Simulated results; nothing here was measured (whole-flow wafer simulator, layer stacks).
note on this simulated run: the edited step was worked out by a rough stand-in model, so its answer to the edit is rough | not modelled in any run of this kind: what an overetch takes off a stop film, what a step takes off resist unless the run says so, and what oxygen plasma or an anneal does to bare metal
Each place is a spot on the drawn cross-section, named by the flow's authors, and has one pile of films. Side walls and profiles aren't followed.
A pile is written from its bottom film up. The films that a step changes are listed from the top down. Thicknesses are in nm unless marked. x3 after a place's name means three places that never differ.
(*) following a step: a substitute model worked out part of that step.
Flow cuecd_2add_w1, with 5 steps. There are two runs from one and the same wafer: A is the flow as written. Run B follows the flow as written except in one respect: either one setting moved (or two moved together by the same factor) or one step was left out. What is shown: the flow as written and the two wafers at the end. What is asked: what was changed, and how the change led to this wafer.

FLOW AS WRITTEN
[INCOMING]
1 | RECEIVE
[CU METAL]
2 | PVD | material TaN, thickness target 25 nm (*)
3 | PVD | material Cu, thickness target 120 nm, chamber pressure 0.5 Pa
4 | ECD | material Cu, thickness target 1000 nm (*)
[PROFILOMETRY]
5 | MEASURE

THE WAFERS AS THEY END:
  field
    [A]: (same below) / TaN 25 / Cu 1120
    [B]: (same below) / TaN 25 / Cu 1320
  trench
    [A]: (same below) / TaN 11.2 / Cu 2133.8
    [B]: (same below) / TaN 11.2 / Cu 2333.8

The reason: step 4, ECD: thickness target 1200 nm was run, whereas the flow has thickness target 1000 nm.

How this came from the change, step by step:
  4 | ECD | material Cu, thickness target 1000 nm (*)
      field: A Cu gains 1000 | B Cu gains 1200
      trench: A Cu gains 2080.2 | B Cu gains 2280.2
